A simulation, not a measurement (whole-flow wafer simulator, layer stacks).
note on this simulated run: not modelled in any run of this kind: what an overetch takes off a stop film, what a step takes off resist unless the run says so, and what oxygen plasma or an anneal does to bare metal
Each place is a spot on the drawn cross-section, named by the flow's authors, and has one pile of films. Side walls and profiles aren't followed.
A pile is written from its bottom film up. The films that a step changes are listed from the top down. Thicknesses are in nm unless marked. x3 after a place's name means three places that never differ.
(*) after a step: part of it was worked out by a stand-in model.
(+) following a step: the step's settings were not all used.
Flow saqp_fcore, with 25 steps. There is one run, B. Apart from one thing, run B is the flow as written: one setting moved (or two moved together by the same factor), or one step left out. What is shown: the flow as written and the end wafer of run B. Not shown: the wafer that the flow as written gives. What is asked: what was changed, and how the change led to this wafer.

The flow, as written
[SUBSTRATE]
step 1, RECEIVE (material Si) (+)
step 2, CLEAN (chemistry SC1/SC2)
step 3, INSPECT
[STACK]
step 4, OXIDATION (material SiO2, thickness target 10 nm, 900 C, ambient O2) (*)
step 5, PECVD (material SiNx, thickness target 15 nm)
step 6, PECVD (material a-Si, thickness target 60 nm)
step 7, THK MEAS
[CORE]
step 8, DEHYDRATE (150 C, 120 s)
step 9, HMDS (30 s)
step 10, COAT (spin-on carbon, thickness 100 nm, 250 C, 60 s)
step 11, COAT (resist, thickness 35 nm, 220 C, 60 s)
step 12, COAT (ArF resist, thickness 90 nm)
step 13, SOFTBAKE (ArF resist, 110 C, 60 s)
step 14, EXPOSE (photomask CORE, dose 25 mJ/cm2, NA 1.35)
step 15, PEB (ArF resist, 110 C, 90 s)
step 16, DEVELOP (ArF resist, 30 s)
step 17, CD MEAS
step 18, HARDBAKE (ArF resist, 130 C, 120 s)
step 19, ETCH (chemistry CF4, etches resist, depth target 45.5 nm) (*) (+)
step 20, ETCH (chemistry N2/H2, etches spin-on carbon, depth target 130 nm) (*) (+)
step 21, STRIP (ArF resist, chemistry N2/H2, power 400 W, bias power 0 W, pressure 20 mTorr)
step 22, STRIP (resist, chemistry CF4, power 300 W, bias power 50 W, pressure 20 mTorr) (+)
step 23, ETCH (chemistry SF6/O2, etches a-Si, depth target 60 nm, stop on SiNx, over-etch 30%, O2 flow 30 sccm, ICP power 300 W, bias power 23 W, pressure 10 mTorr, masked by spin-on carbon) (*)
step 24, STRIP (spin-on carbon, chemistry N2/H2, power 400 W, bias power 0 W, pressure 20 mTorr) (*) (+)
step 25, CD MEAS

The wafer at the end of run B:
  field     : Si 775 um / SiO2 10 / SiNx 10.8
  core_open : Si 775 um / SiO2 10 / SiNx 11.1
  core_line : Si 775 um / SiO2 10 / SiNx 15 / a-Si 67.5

What caused this: step 6, PECVD: thickness target 67.5 nm was run, though the flow has thickness target 60 nm.
The wafer itself shows it: core_line has a-Si 67.5, and step 6 as written asks for 60 nm.

Step by step, how the change led to this:
  step 6, PECVD (material a-Si, thickness target 60 nm)
      field, core_open, core_line: a-Si gains 67.5 (new film) (as written it would have been: a-Si gains 60 (new film))
  step 23, ETCH (chemistry SF6/O2, etches a-Si, depth target 60 nm, stop on SiNx, over-etch 30%, O2 flow 30 sccm, ICP power 300 W, bias power 23 W, pressure 10 mTorr, masked by spin-on carbon) (*)
      field: a-Si loses 44.4 (all of it), SiNx loses 4.2 (as written it would have been: a-Si loses 36.9 (all of it), SiNx loses 5.14)
      core_open: a-Si loses 46.9 (all of it), SiNx loses 3.88 (as written it would have been: a-Si loses 39.4 (all of it), SiNx loses 4.82)
      (and at 1 other place as well)
